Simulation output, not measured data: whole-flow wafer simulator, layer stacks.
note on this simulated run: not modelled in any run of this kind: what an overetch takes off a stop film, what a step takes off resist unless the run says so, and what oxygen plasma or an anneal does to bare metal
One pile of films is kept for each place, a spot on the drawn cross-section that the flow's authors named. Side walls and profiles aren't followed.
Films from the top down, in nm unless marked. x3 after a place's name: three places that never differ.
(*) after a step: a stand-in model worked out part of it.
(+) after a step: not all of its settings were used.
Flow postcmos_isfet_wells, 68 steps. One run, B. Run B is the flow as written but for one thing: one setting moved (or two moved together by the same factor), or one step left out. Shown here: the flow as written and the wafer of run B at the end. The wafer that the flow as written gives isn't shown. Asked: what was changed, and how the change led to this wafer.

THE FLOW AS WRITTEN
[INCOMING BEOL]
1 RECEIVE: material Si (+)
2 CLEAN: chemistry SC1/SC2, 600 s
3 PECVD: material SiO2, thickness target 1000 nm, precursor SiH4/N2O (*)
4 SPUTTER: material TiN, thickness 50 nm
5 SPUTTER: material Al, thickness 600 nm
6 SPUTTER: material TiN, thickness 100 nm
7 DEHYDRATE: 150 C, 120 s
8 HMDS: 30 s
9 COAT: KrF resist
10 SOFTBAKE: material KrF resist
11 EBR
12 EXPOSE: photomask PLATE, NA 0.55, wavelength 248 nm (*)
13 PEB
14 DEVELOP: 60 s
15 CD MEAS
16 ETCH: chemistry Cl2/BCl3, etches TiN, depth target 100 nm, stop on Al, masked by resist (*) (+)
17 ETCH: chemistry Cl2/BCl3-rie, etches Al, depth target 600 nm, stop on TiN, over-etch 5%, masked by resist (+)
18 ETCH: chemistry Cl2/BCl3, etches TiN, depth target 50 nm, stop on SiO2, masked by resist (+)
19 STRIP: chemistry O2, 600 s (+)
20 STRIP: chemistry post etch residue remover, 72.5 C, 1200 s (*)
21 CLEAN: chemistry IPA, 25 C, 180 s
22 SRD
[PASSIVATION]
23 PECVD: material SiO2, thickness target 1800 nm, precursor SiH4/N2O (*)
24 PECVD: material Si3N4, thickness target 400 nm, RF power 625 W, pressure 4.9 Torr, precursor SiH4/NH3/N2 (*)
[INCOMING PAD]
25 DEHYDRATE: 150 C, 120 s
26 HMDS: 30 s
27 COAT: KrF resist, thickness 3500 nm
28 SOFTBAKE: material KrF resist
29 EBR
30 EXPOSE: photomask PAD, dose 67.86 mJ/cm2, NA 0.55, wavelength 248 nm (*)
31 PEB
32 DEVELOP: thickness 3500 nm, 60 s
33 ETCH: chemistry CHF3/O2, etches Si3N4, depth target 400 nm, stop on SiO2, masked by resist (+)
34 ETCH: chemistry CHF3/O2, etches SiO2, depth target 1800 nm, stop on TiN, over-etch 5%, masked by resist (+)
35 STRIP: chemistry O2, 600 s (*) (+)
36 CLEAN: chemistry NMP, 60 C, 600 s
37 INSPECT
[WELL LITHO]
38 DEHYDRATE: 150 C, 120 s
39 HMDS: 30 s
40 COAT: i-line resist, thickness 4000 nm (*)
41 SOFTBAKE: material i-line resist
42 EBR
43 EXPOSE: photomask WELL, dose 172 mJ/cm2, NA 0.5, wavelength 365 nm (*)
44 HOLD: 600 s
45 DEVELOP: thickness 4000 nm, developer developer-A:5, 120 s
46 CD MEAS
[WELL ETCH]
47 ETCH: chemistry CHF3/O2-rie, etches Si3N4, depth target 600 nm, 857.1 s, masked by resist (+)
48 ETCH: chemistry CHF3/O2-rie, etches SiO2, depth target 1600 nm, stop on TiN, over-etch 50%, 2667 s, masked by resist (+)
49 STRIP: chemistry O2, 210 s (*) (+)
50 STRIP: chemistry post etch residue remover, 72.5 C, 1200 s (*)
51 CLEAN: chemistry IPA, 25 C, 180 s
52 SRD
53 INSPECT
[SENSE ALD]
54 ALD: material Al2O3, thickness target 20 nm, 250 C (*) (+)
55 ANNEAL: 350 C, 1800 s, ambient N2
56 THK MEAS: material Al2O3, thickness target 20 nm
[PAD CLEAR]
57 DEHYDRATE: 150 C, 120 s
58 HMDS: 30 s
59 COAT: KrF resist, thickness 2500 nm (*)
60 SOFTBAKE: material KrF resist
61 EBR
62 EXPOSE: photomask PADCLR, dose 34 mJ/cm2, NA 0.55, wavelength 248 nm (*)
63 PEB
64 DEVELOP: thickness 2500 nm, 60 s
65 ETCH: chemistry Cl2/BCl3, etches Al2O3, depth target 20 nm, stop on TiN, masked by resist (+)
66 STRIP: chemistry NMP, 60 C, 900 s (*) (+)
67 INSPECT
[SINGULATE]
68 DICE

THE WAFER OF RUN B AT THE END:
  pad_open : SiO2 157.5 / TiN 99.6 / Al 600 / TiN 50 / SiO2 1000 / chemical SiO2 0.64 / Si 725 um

The cause: step 33, ETCH: depth target 250 nm was run, where the flow has depth target 400 nm.

How the change led to this, step by step:
  33 ETCH: chemistry CHF3/O2, etches Si3N4, depth target 400 nm, stop on SiO2, masked by resist (+)
      pad_open: Si3N4 -250 (as written it would be: Si3N4 -400 (all of it))
      field, margin, well900, well1300 x3, pad_rim, pad_clr: KrF resist -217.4 (as written it would be: KrF resist -347.8)
  34 ETCH: chemistry CHF3/O2, etches SiO2, depth target 1800 nm, stop on TiN, over-etch 5%, masked by resist (+)
      pad_open: Si3N4 -150 (all of it), SiO2 -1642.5 (as written it would be: SiO2 -1800 (all of it))
  35 STRIP: chemistry O2, 600 s (*) (+)
      field, margin, well900, well1300 x3, pad_rim, pad_clr: KrF resist -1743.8 (all of it) (as written it would be: KrF resist -1613.3 (all of it))
  41 SOFTBAKE: material i-line resist
      pad_clr: i-line resist -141 (as written it would be: i-line resist -156.7)
      pad_open: i-line resist +108.3 (as written it would be: i-line resist +115.3)
  49 STRIP: chemistry O2, 210 s (*) (+)
      pad_clr: i-line resist -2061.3 (all of it) (as written it would be: i-line resist -1996.5 (all of it))
  59 COAT: KrF resist, thickness 2500 nm (*)
      pad_clr: KrF resist +1744.5 (new film) (as written it would be: KrF resist +1691.6 (new film))
  64 DEVELOP: thickness 2500 nm, 60 s
      pad_clr: KrF resist -1728.7 (all of it) (as written it would be: KrF resist -1676 (all of it))
